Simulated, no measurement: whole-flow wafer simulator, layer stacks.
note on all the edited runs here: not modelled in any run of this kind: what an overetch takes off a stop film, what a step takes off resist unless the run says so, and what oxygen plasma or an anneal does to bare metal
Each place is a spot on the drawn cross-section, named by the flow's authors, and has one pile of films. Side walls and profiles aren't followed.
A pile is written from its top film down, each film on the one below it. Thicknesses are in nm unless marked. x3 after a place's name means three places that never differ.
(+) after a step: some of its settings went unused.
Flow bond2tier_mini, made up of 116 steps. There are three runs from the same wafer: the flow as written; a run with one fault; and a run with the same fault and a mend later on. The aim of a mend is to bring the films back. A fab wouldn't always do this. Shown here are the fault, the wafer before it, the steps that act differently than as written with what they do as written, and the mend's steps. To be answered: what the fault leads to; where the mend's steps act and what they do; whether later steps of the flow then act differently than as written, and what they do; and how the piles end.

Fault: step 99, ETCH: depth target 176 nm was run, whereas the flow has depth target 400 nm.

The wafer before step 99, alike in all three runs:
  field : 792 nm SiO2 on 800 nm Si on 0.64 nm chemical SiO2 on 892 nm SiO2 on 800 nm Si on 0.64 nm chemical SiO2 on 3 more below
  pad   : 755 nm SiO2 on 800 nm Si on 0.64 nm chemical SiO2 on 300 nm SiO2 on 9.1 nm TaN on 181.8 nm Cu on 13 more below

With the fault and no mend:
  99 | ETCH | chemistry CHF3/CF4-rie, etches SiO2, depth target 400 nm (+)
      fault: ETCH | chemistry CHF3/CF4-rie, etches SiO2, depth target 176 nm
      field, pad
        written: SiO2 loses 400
        fault: SiO2 loses 176
  Every later step of the flow that is run acts as written at every place that is followed.
  At field, pad, the piles at the end differ from the flow's by more than 2% or 0.5 nm, whichever is larger.
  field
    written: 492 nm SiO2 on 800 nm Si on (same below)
    fault: 716 nm SiO2 on 800 nm Si on (same below)
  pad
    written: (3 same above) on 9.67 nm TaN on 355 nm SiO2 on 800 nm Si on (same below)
    fault: (3 same above) on 9.67 nm TaN on 579 nm SiO2 on 800 nm Si on (same below)

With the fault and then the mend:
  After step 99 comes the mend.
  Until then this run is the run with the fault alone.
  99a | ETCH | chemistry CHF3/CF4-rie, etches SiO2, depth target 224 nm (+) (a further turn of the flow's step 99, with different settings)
      field, pad
        SiO2 loses 224
  Every later step of the flow that is run acts as written at every place that is followed.
  By the end, the piles equal the flow's at every place that both follow.
